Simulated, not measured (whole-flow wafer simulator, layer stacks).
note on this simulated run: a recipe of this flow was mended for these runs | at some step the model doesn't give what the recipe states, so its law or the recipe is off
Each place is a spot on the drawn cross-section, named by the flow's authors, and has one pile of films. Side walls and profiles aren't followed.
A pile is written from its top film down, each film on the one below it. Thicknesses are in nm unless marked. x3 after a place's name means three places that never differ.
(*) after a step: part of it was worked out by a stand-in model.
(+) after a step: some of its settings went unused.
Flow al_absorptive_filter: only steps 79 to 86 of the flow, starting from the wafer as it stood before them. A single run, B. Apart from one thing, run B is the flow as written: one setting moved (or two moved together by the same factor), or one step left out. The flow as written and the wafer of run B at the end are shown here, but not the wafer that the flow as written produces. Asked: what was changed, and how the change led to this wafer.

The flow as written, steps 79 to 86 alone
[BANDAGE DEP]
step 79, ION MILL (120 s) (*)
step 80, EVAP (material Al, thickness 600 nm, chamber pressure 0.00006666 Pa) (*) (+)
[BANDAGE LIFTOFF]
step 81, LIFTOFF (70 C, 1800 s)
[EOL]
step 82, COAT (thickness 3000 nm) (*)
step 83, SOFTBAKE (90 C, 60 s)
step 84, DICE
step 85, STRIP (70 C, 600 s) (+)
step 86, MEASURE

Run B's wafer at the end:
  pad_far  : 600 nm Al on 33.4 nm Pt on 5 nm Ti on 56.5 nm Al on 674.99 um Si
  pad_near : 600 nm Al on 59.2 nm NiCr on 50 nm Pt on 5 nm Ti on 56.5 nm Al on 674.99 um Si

What caused this: step 79, ION MILL: 136 s was run, whereas the flow has 120 s.

The path from the change to this, step by step:
  step 79, ION MILL (120 s) (*)
      gnd, ledge, res and 9 more: -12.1 i-line-resist (as written it would have been: -10.7 i-line-resist)
      pad_far: -16.6 Pt (as written it would have been: -14.7 Pt)
      (and at 1 other place as well)
